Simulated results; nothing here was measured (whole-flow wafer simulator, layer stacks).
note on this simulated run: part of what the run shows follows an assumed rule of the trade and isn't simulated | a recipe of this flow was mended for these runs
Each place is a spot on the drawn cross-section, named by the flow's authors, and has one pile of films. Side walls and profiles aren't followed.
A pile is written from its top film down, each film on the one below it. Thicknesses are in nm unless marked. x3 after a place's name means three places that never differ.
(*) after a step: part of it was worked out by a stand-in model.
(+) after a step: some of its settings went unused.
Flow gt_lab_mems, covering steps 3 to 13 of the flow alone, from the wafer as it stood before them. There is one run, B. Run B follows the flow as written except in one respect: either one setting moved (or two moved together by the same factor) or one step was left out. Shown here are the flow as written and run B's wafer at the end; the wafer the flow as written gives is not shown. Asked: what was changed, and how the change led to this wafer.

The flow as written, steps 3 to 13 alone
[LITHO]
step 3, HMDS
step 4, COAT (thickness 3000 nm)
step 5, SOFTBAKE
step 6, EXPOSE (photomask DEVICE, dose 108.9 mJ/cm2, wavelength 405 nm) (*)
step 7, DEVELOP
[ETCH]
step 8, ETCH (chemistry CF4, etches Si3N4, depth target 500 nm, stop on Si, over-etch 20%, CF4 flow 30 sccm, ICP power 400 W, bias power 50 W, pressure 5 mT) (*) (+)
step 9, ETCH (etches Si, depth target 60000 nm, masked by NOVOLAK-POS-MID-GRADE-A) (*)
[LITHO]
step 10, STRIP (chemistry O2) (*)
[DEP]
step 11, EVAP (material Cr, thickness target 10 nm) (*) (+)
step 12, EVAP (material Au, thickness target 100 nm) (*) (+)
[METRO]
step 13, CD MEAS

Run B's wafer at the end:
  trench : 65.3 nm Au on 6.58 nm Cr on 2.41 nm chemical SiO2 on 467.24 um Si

What caused this: step 4, COAT: thickness 2280 nm was run, while the flow as written has thickness 3000 nm; step 8, ETCH: depth target 380 nm was run, where the flow has depth target 500 nm.

The path from the change to this, step by step:
  step 4, COAT (thickness 3000 nm)
      field, trench: +2280 g/i-line-resist (new film) (in the flow as written it would be: +3000 g/i-line-resist (new film))
  step 7, DEVELOP
      trench: -2280 g/i-line-resist (all of it) (in the flow as written it would be: -3000 g/i-line-resist (all of it))
  step 8, ETCH (chemistry CF4, etches Si3N4, depth target 500 nm, stop on Si, over-etch 20%, CF4 flow 30 sccm, ICP power 400 W, bias power 50 W, pressure 5 mT) (*) (+)
      trench: -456 Si3N4 (in the flow as written it would be: -500 Si3N4 (all of it), -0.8 chemical SiO2 (all of it), -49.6 Si)
      field: -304 g/i-line-resist (in the flow as written it would be: -400 g/i-line-resist)
  step 9, ETCH (etches Si, depth target 60000 nm, masked by NOVOLAK-POS-MID-GRADE-A) (*)
      trench: -44 Si3N4 (all of it), -0.8 chemical SiO2 (all of it), -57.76 um Si (in the flow as written it would be: -59.96 um Si)
  step 10, STRIP (chemistry O2) (*)
      field: -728 g/i-line-resist (all of it) (in the flow as written it would be: -1352 g/i-line-resist (all of it))
